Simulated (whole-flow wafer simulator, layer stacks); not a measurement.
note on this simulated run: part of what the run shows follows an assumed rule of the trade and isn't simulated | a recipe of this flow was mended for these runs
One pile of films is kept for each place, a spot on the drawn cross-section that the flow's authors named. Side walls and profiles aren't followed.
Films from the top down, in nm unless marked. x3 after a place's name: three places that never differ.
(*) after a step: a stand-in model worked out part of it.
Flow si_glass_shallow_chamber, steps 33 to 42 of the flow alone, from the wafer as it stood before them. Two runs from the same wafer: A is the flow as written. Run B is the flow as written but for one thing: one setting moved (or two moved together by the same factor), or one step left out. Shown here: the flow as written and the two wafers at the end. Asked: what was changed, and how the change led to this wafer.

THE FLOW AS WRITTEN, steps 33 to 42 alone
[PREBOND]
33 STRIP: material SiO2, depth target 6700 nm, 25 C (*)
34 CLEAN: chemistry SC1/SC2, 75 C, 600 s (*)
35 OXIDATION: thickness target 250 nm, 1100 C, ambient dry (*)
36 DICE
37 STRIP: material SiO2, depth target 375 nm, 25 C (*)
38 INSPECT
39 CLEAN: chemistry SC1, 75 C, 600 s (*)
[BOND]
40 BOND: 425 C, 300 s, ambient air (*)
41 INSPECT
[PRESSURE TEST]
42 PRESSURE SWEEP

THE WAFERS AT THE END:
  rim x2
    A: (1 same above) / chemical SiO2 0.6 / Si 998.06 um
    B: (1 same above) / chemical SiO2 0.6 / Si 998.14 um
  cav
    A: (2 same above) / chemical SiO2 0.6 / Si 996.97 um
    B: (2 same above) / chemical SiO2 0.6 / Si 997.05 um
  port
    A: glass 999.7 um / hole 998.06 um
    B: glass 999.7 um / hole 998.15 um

The cause: step 35, OXIDATION: 935 C was run, where the flow has 1100 C.

How the change led to this, step by step:
  35 OXIDATION: thickness target 250 nm, 1100 C, ambient dry (*)
      rim x2, cav, septum, ring: A SiO2 +250 (new film), chemical SiO2 -0.6 (all of it), Si -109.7 | B SiO2 +67.2 (new film), chemical SiO2 -0.6 (all of it), Si -29.3
  37 STRIP: material SiO2, depth target 375 nm, 25 C (*)
      rim x2, cav, septum, ring: A SiO2 -250 (all of it) | B SiO2 -67.2 (all of it)
  40 BOND: 425 C, 300 s, ambient air (*)
      port: A glass +999.7 um (new film), hole +1017.3 | B glass +999.7 um (new film), hole +1097.7
